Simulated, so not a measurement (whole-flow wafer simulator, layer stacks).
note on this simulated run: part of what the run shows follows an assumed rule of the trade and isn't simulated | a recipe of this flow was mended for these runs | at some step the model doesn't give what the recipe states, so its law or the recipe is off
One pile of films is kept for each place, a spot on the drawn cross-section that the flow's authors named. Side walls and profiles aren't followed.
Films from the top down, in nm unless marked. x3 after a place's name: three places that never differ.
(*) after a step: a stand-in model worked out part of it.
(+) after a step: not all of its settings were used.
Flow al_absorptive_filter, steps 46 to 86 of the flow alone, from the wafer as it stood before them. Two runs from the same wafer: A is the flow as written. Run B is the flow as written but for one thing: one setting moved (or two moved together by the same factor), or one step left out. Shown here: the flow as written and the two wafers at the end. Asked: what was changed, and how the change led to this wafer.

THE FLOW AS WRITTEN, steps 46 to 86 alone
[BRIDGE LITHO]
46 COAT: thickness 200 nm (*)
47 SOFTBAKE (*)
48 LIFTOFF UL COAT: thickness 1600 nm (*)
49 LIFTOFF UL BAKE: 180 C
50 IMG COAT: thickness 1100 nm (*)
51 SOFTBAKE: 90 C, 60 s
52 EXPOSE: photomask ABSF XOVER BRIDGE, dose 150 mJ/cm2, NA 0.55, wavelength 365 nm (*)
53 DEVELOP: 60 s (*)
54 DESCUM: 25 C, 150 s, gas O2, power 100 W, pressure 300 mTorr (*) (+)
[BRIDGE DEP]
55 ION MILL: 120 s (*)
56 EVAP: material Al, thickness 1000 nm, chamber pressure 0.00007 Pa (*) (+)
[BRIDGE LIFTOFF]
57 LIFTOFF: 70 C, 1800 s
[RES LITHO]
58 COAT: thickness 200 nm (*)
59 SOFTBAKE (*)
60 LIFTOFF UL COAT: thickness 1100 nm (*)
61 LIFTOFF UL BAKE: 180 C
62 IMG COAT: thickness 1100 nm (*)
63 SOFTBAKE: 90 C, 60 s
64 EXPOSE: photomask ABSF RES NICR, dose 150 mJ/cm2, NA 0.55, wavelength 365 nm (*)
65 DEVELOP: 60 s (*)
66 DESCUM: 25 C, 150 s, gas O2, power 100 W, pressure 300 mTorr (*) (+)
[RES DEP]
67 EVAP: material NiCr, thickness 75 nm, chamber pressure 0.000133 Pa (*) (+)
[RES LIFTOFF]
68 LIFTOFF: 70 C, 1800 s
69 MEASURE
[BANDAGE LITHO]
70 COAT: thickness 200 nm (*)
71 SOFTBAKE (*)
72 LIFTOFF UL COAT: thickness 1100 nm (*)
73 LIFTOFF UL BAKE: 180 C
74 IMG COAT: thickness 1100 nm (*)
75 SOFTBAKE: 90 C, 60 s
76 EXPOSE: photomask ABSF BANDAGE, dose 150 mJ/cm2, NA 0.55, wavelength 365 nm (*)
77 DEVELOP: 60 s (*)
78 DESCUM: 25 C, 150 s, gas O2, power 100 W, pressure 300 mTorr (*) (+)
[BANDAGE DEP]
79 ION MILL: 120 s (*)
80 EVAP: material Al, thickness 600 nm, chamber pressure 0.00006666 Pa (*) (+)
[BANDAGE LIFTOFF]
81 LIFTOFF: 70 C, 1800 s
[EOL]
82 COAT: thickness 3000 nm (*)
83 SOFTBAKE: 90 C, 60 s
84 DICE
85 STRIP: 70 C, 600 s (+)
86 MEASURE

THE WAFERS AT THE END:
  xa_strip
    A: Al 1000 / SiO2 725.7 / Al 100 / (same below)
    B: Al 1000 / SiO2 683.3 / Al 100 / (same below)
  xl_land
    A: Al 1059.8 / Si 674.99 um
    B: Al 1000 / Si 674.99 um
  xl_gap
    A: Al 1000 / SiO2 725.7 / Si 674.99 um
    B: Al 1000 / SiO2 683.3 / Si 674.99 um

The cause: step 55, ION MILL: 330 s was run, where the flow has 120 s.

How the change led to this, step by step:
  55 ION MILL: 120 s (*)
      xl_land: A Al -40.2 | B Al -100 (all of it), Si -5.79
      gnd, pad_far, pad_near and 7 more: A i-line-resist -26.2 | B i-line-resist -72
      (and at 3 more places)
  56 EVAP: material Al, thickness 1000 nm, chamber pressure 0.00007 Pa (*) (+)
      xl_land: A Al +1000 | B Al +1000 (new film)
  57 LIFTOFF: 70 C, 1800 s
      gnd, xa_field, idc_field: A Al -1000 (all of it), i-line-resist -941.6 (all of it), lift-off-underlayer -1600 (all of it), acrylic-e-beam-resist -200 (all of it) | B Al -1000 (all of it), i-line-resist -895.8 (all of it), lift-off-underlayer -1600 (all of it), acrylic-e-beam-resist -200 (all of it)
      pad_far: A Al -1000 (all of it), i-line-resist -940.5 (all of it), lift-off-underlayer -1591.1 (all of it), acrylic-e-beam-resist -198.5 (all of it) | B Al -1000 (all of it), i-line-resist -894.7 (all of it), lift-off-underlayer -1591.1 (all of it), acrylic-e-beam-resist -198.5 (all of it)
      (and at 6 more places)
  58 COAT: thickness 200 nm (*)
      xa_margin: A acrylic-e-beam-resist +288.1 (new film) | B acrylic-e-beam-resist +280.4 (new film)
      xa_strip: A acrylic-e-beam-resist +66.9 (new film) | B acrylic-e-beam-resist +68.9 (new film)
  60 LIFTOFF UL COAT: thickness 1100 nm (*)
      xa_strip: A lift-off-underlayer +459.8 (new film) | B lift-off-underlayer +470.4 (new film)
  62 IMG COAT: thickness 1100 nm (*)
      xa_strip: A i-line-resist +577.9 (new film) | B i-line-resist +594.8 (new film)
  68 LIFTOFF: 70 C, 1800 s
      xa_margin: A NiCr -75 (all of it), i-line-resist -598.1 (all of it), lift-off-underlayer -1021 (all of it), acrylic-e-beam-resist -288.1 (all of it) | B NiCr -75 (all of it), i-line-resist -609.8 (all of it), lift-off-underlayer -1006.5 (all of it), acrylic-e-beam-resist -280.4 (all of it)
      xa_strip: A NiCr -75 (all of it), i-line-resist -433.3 (all of it), lift-off-underlayer -459.8 (all of it), acrylic-e-beam-resist -66.9 (all of it) | B NiCr -75 (all of it), i-line-resist -450.2 (all of it), lift-off-underlayer -470.4 (all of it), acrylic-e-beam-resist -68.9 (all of it)
  70 COAT: thickness 200 nm (*)
      xa_margin: A acrylic-e-beam-resist +288.1 (new film) | B acrylic-e-beam-resist +280.4 (new film)
      xa_strip: A acrylic-e-beam-resist +66.9 (new film) | B acrylic-e-beam-resist +68.9 (new film)
  72 LIFTOFF UL COAT: thickness 1100 nm (*)
      xa_strip: A lift-off-underlayer +459.8 (new film) | B lift-off-underlayer +470.4 (new film)
  74 IMG COAT: thickness 1100 nm (*)
      xa_strip: A i-line-resist +577.9 (new film) | B i-line-resist +594.8 (new film)
  81 LIFTOFF: 70 C, 1800 s
      xa_margin: A Al -600 (all of it), i-line-resist -604.4 (all of it), lift-off-underlayer -1021 (all of it), acrylic-e-beam-resist -288.1 (all of it) | B Al -600 (all of it), i-line-resist -616.1 (all of it), lift-off-underlayer -1006.5 (all of it), acrylic-e-beam-resist -280.4 (all of it)
      xa_strip: A Al -600 (all of it), i-line-resist -439.6 (all of it), lift-off-underlayer -459.8 (all of it), acrylic-e-beam-resist -66.9 (all of it) | B Al -600 (all of it), i-line-resist -456.5 (all of it), lift-off-underlayer -470.4 (all of it), acrylic-e-beam-resist -68.9 (all of it)
  82 COAT: thickness 3000 nm (*)
      xa_strip: A i-line-resist +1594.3 (new film) | B i-line-resist +1627 (new film)
  83 SOFTBAKE: 90 C, 60 s
      xa_margin: A i-line-resist -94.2 | B i-line-resist -91.7
      xa_strip: A i-line-resist -117.3 | B i-line-resist -114.2
      (and at 2 more places)
  85 STRIP: 70 C, 600 s (+)
      xa_strip: A i-line-resist -1477 (all of it) | B i-line-resist -1512.8 (all of it)
